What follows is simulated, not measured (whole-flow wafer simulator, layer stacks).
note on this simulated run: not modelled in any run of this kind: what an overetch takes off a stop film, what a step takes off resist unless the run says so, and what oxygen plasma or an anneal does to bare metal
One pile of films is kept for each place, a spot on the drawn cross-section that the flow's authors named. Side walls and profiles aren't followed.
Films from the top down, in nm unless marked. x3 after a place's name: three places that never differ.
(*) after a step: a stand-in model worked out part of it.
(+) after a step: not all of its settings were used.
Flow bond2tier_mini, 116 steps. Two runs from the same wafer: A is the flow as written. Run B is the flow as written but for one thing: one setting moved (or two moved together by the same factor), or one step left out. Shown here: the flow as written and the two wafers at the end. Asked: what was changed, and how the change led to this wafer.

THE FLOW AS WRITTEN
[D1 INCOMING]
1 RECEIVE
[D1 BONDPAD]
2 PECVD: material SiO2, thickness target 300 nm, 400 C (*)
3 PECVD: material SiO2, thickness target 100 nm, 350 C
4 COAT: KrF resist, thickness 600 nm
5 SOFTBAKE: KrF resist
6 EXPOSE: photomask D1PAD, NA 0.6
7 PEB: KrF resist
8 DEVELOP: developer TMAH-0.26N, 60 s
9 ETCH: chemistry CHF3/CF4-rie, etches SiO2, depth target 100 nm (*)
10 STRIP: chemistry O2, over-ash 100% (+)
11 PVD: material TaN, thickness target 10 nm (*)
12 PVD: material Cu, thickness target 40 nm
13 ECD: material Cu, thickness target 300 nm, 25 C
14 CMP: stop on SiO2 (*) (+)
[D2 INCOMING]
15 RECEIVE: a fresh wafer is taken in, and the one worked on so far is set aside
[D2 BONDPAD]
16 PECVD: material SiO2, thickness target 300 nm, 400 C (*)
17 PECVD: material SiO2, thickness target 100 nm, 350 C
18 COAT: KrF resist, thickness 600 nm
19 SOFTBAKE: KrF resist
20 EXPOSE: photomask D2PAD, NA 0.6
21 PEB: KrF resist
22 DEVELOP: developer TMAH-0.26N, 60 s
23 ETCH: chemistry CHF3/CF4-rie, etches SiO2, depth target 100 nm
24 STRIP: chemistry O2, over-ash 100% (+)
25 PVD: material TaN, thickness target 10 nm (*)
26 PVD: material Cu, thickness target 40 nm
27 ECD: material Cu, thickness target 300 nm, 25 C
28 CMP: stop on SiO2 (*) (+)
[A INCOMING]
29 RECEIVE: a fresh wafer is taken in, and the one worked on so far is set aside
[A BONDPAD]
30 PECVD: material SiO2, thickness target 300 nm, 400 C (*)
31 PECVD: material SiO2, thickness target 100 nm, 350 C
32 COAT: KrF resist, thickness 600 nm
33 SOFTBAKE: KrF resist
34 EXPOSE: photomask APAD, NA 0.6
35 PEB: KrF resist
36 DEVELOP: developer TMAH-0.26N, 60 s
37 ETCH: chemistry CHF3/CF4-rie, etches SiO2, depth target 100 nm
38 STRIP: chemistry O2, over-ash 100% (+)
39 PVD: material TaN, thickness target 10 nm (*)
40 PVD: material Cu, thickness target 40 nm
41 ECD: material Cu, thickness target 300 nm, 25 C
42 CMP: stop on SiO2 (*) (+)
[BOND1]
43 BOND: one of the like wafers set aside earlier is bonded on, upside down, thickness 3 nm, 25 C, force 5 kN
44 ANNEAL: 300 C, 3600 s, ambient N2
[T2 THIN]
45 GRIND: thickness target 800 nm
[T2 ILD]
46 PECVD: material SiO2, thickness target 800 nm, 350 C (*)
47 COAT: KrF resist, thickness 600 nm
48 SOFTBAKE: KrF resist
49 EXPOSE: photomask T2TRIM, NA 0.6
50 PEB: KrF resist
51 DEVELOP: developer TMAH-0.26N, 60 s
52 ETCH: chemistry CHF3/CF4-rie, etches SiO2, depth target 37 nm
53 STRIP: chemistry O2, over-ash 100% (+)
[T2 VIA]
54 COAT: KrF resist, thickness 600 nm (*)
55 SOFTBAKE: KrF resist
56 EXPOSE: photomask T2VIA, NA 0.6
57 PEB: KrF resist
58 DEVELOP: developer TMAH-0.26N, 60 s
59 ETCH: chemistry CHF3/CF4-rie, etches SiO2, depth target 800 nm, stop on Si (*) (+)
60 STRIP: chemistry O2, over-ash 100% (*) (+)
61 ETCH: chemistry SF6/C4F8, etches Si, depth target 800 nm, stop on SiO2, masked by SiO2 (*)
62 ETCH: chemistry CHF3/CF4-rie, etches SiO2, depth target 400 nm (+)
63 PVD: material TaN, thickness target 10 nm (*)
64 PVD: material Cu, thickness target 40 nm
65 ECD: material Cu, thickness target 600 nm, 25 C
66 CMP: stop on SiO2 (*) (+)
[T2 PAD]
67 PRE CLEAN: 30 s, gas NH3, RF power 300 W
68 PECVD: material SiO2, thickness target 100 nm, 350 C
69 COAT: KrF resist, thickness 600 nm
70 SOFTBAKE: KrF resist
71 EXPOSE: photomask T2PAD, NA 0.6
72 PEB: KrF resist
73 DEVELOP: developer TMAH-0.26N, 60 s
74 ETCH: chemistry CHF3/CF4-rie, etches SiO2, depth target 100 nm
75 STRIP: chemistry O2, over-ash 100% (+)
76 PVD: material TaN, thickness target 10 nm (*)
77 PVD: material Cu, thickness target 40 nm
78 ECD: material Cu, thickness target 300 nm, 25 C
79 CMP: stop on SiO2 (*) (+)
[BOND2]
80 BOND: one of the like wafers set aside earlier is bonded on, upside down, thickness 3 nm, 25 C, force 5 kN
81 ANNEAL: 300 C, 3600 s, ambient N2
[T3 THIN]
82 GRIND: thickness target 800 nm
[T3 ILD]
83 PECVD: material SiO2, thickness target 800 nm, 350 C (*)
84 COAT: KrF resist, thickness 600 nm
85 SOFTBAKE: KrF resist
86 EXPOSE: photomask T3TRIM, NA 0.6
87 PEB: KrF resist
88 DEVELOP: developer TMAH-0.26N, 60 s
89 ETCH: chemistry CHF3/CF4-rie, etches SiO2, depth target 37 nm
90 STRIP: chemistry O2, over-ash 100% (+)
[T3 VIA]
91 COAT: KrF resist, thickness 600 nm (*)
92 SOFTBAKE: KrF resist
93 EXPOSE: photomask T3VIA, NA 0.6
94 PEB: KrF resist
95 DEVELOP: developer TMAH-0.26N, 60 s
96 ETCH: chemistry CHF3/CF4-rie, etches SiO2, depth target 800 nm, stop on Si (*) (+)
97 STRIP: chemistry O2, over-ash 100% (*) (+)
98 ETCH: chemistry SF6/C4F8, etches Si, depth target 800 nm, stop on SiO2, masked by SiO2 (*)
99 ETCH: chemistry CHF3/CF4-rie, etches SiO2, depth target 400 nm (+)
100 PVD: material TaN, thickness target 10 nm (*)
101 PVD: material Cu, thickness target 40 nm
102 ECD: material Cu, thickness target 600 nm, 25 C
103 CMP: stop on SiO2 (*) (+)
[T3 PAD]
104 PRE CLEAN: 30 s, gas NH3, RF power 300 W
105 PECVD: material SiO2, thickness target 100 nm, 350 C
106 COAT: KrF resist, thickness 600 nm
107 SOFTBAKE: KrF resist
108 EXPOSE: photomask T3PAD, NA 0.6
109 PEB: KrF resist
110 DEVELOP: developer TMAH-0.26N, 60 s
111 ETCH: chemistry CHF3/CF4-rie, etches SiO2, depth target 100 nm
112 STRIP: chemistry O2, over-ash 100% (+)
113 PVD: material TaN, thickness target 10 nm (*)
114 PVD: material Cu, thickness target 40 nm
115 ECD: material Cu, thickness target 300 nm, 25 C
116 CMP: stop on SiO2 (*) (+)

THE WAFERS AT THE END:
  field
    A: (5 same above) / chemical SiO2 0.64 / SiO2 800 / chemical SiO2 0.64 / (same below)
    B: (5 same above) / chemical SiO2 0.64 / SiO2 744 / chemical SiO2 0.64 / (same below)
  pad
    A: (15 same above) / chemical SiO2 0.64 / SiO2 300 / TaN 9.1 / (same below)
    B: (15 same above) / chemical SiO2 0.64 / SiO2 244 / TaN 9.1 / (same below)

The cause: step 3, PECVD: thickness target 44 nm was run, where the flow has thickness target 100 nm.

How the change led to this, step by step:
  3 PECVD: material SiO2, thickness target 100 nm, 350 C
      field, pad, via: A SiO2 +100 | B SiO2 +44
  43 BOND: one of the like wafers set aside earlier is bonded on, upside down, thickness 3 nm, 25 C, force 5 kN
      field: A Si +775 um (new film), chemical SiO2 +0.64 (new film), SiO2 +400 | B Si +775 um (new film), chemical SiO2 +0.64 (new film), SiO2 +344
      pad: A Si +775 um (new film), chemical SiO2 +0.64 (new film), SiO2 +300 (new film), TaN +9.1 (new film), Cu +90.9 | B Si +775 um (new film), chemical SiO2 +0.64 (new film), SiO2 +244 (new film), TaN +9.1 (new film), Cu +90.9
      (and at 1 more place)
